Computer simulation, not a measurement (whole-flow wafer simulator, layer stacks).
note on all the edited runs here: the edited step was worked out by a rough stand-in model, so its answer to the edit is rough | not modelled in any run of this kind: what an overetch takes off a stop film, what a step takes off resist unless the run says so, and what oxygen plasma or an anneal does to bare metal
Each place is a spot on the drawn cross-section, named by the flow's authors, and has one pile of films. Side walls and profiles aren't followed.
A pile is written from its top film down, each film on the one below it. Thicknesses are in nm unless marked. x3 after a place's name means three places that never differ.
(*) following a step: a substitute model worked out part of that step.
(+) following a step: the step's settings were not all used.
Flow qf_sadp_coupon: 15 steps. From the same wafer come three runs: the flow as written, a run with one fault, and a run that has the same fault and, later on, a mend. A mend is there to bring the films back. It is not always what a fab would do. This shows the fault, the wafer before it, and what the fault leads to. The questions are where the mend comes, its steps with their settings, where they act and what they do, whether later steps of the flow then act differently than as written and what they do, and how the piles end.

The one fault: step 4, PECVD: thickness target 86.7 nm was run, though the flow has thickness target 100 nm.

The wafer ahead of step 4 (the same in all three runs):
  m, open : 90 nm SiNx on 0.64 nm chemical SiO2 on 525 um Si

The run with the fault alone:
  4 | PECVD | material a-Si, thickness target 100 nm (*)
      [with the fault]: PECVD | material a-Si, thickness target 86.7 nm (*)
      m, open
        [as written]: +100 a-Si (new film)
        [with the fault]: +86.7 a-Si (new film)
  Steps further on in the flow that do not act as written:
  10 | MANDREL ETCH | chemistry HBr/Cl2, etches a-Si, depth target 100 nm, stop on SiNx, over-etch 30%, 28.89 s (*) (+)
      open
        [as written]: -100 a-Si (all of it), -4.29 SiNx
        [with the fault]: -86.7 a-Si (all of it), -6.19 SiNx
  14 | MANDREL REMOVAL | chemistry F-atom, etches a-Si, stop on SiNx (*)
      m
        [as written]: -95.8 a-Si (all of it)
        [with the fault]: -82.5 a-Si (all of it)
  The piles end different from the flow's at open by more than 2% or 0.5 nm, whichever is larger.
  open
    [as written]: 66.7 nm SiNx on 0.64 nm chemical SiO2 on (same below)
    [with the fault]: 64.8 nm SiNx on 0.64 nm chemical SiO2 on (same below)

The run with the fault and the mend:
  After step 4 comes the mend.
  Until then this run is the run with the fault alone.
  4a | ETCH | chemistry tmah, depth target 99.7 nm
      m, open
        -86.7 a-Si (all of it)
  4b | PECVD | material a-Si, thickness target 100 nm (*) (the flow's step 4 again)
      m, open
        +100 a-Si (new film)
  None of the later steps of the flow acts differently than as written at any place that is followed.
  The piles end the same as the flow's at every place that both follow.
